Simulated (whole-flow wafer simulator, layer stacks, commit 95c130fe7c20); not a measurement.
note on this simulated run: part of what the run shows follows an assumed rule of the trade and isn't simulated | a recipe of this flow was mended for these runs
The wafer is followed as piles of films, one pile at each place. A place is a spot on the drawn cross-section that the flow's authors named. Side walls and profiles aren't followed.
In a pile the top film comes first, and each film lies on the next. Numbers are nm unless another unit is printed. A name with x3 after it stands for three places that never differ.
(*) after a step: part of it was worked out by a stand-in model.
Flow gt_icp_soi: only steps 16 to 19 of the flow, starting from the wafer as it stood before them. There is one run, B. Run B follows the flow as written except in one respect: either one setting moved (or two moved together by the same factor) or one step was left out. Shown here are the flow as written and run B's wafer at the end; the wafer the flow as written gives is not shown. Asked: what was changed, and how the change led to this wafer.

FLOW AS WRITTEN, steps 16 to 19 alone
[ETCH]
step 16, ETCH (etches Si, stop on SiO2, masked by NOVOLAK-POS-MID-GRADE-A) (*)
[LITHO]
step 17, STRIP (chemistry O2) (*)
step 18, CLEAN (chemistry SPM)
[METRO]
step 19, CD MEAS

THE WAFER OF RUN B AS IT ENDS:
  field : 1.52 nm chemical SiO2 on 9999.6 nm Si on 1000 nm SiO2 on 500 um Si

What caused this: step 17, STRIP: chemistry O2 (*), was omitted.

How this came from the change, step by step:
  step 18, CLEAN (chemistry SPM)
      field: g/i-line-resist loses 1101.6 (all of it) (as written it would have been: nothing)
      trench_m2: g/i-line-resist loses 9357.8 (all of it) (as written it would have been: nothing)
